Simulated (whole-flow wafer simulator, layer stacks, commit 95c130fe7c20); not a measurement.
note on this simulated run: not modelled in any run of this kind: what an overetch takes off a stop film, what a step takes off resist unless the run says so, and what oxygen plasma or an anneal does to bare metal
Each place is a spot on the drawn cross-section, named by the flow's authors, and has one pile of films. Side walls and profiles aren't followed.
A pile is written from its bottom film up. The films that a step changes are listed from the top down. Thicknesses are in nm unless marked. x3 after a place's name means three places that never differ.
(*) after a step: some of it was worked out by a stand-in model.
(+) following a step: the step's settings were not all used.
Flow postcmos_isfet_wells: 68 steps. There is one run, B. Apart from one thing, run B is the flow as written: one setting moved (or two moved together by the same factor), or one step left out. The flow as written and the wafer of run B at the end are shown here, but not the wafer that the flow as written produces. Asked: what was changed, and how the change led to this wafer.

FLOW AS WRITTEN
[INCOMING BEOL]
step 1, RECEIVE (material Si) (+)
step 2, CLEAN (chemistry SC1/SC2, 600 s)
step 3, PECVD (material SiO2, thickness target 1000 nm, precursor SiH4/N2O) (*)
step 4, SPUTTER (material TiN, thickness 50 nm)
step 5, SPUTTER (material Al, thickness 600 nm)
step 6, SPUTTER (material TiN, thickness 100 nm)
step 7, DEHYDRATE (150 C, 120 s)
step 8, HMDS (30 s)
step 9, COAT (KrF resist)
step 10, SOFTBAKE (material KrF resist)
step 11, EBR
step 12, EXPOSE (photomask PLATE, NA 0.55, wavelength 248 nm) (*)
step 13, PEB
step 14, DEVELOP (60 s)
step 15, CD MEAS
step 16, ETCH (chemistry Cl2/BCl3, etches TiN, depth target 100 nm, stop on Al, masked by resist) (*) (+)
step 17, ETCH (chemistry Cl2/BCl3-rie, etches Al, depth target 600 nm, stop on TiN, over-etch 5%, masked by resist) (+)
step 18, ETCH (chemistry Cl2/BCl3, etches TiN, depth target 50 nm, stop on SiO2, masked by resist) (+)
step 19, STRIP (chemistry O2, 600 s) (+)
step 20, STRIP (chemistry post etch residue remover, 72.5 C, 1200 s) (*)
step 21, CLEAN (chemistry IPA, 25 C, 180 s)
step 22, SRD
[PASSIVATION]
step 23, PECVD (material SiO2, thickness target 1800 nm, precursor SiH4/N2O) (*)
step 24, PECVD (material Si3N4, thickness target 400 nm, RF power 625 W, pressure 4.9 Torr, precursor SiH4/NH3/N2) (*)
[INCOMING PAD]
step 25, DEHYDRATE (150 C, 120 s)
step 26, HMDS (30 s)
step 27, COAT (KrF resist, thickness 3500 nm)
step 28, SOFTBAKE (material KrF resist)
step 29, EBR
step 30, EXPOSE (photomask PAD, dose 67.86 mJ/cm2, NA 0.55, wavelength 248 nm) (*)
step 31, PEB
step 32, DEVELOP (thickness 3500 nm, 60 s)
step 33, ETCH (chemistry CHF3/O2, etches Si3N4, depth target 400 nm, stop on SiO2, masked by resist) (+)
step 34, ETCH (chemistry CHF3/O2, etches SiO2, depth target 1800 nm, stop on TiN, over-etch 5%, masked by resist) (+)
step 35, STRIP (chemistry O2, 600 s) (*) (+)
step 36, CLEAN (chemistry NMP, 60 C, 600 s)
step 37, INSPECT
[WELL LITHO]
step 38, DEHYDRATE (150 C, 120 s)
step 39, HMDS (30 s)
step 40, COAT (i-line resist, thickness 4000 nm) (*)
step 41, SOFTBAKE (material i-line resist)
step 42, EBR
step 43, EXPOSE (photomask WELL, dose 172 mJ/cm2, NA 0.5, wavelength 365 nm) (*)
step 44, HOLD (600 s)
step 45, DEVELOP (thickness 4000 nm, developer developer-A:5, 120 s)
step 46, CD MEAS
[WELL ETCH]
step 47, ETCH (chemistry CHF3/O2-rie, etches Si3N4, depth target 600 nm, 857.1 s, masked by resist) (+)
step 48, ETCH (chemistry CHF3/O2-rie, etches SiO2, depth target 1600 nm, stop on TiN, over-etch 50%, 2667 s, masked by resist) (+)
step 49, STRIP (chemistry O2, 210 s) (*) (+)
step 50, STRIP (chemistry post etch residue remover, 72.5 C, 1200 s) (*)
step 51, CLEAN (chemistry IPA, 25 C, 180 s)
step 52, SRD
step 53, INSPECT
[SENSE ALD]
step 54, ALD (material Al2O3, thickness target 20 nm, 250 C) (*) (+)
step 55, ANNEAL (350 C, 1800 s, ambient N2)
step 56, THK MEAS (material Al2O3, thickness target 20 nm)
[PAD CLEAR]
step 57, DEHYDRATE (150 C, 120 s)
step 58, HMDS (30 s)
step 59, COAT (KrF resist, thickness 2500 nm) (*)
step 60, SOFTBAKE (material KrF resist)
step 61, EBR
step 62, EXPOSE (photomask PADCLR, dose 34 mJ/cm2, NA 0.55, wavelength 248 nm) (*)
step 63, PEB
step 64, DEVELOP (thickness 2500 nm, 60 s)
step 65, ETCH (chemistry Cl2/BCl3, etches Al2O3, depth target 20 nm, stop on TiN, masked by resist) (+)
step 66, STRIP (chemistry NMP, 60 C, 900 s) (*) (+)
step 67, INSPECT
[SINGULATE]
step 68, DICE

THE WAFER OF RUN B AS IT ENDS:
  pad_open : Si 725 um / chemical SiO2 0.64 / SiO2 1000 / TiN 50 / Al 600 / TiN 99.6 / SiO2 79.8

Cause: step 33, ETCH: depth target 324 nm was run, while the flow as written has depth target 400 nm.

How this came from the change, step by step:
  step 33, ETCH (chemistry CHF3/O2, etches Si3N4, depth target 400 nm, stop on SiO2, masked by resist) (+)
      pad_open: -324 Si3N4 (it would be, as written: -400 Si3N4 (all of it))
      field, margin, well900, well1300 x3, pad_rim, pad_clr: -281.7 KrF resist (it would be, as written: -347.8 KrF resist)
  step 34, ETCH (chemistry CHF3/O2, etches SiO2, depth target 1800 nm, stop on TiN, over-etch 5%, masked by resist) (+)
      pad_open: -76 Si3N4 (all of it), -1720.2 SiO2 (it would be, as written: -1800 SiO2 (all of it))
  step 35, STRIP (chemistry O2, 600 s) (*) (+)
      field, margin, well900, well1300 x3, pad_rim, pad_clr: -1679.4 KrF resist (all of it) (it would be, as written: -1613.3 KrF resist (all of it))
  step 41, SOFTBAKE (material i-line resist)
      pad_clr: -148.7 i-line resist (it would be, as written: -156.7 i-line resist)
      pad_open: +111.8 i-line resist (it would be, as written: +115.3 i-line resist)
